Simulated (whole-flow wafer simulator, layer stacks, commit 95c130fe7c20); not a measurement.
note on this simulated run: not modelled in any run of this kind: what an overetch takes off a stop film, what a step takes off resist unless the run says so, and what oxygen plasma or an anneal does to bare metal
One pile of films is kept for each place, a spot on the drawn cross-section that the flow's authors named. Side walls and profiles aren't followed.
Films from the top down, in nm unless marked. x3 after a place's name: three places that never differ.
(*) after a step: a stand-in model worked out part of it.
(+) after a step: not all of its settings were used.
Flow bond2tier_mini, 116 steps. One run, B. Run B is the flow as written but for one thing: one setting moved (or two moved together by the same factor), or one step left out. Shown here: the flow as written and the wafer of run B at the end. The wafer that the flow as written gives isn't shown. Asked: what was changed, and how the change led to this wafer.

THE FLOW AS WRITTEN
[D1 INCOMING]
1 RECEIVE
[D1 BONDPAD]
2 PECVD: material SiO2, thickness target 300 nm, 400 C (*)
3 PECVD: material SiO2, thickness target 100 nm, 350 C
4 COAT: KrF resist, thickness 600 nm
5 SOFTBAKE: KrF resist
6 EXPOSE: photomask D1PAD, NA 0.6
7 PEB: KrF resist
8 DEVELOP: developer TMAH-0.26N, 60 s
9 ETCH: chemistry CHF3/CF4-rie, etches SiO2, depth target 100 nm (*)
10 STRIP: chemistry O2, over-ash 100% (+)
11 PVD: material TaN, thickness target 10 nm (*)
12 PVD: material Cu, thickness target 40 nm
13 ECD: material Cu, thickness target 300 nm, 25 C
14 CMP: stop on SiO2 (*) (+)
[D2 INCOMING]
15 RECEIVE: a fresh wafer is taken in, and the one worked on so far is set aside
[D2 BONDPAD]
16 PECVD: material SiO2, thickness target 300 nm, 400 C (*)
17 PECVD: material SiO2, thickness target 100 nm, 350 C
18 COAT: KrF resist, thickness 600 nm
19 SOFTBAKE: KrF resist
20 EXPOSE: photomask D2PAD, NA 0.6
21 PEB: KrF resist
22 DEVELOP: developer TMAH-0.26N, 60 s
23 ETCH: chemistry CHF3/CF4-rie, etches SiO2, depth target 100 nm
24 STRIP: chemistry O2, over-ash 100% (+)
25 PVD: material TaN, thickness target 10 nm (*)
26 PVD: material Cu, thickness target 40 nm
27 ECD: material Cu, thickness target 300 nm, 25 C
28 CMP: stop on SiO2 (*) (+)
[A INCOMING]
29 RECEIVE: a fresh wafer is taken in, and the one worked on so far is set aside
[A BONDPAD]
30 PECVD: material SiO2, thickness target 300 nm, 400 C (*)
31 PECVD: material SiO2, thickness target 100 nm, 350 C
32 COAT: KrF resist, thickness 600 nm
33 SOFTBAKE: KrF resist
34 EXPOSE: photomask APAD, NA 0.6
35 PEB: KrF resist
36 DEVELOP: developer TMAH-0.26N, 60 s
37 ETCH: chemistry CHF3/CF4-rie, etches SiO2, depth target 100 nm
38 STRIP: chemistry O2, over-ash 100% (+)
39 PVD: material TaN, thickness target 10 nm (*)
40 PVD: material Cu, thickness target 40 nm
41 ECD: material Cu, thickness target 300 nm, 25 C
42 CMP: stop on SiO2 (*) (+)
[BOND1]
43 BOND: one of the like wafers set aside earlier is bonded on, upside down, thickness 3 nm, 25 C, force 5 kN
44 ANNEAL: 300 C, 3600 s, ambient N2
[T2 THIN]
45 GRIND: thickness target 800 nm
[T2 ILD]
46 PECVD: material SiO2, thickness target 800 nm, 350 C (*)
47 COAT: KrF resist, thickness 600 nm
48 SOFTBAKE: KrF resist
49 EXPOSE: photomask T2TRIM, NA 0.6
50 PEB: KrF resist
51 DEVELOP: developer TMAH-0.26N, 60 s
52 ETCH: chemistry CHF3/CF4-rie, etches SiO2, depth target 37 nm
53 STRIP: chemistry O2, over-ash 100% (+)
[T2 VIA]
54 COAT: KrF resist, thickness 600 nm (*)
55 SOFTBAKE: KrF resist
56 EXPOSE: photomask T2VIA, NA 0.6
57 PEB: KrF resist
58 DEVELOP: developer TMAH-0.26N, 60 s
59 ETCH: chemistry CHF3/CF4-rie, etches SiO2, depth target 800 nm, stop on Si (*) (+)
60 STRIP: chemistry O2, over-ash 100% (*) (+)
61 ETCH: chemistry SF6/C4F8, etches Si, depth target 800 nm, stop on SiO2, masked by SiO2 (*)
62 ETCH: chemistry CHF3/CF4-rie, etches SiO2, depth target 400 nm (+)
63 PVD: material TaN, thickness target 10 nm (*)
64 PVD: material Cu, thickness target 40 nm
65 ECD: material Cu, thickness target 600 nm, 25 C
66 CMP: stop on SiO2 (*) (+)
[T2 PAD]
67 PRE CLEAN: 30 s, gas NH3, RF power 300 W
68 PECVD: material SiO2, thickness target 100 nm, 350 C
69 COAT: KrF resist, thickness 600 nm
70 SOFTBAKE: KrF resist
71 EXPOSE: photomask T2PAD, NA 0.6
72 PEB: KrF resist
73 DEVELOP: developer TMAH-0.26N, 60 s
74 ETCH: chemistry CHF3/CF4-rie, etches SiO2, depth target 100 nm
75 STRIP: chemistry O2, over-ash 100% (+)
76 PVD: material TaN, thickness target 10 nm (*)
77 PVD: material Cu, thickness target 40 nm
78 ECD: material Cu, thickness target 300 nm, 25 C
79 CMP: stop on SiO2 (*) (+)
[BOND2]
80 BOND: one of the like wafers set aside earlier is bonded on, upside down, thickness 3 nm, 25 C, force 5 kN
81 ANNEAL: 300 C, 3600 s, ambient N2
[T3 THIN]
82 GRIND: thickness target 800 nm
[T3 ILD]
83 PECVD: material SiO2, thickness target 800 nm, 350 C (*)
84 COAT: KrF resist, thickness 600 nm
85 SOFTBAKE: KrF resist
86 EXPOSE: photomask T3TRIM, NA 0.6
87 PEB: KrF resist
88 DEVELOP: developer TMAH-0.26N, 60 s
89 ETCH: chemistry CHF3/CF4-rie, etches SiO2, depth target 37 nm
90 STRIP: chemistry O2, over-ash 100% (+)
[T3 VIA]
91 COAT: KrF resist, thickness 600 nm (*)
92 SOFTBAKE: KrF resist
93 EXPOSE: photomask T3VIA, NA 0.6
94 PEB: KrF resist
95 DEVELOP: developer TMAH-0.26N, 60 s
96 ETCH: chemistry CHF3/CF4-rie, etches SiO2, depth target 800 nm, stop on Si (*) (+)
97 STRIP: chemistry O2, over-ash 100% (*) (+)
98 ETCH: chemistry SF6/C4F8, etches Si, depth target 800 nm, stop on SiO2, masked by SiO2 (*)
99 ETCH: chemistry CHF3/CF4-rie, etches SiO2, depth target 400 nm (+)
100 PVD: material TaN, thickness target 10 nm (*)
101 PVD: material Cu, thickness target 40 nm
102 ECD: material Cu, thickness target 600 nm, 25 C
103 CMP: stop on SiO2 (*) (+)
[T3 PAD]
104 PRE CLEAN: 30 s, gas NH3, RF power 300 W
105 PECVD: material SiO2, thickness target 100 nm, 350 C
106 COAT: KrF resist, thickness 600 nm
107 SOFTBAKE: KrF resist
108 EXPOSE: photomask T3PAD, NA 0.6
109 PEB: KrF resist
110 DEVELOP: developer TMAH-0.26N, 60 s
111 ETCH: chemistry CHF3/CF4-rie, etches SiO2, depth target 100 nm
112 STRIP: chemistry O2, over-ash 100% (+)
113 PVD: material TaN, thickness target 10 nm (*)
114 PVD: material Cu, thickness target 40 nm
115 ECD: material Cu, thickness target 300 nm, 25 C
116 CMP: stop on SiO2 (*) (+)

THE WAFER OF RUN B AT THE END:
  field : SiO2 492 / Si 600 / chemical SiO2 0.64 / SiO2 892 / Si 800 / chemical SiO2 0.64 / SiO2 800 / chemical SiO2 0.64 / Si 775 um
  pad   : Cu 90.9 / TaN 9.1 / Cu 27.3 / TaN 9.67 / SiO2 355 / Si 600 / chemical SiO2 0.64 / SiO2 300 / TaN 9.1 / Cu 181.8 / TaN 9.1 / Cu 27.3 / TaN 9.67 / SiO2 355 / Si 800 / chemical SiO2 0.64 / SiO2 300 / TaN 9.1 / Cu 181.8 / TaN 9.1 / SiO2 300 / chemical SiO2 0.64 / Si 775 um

The cause: step 82, GRIND: thickness target 600 nm was run, where the flow has thickness target 800 nm.
It can be read off the wafer: field has Si 600, and step 82 as written asks for 800 nm.

How the change led to this, step by step:
  82 GRIND: thickness target 800 nm
      field, pad: Si -774.4 um (as written it would be: Si -774.2 um)
